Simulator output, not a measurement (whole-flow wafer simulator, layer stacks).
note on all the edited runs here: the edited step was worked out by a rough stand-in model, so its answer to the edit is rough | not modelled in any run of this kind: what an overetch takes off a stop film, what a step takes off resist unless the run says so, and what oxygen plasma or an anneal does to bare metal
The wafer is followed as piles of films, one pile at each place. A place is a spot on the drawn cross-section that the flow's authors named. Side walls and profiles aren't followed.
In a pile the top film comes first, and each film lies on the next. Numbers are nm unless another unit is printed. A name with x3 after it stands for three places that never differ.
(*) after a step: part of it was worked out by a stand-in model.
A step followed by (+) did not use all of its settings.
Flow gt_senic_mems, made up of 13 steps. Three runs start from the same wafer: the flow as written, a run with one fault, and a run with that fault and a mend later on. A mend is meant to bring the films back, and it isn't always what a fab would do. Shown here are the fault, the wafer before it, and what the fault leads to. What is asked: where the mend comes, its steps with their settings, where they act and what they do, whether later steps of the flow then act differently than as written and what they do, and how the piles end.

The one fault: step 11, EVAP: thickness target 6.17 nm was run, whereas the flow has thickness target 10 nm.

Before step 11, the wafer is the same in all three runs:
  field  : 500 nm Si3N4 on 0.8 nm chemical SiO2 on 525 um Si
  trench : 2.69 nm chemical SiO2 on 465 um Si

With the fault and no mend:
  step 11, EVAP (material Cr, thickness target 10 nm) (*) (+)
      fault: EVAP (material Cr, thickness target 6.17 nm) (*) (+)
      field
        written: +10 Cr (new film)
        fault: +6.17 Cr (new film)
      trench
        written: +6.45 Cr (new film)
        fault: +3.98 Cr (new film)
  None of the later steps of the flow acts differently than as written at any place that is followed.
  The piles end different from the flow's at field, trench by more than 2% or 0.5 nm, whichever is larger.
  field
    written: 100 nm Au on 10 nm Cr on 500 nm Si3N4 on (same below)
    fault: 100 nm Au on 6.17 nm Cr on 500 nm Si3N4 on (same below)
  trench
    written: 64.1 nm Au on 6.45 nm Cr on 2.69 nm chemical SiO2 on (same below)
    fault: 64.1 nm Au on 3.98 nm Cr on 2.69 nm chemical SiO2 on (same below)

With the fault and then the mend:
  After step 11 comes the mend.
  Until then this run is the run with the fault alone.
  step 11a, EVAP (material Cr, thickness target 3.83 nm) (*) (+) (a further turn of the flow's step 11, with different settings)
      field
        +3.83 Cr
      trench
        +2.47 Cr
  None of the later steps of the flow acts differently than as written at any place that is followed.
  The piles end only slightly different from the flow's at the places that both follow, by no more than 2% or 0.5 nm, whichever is larger.
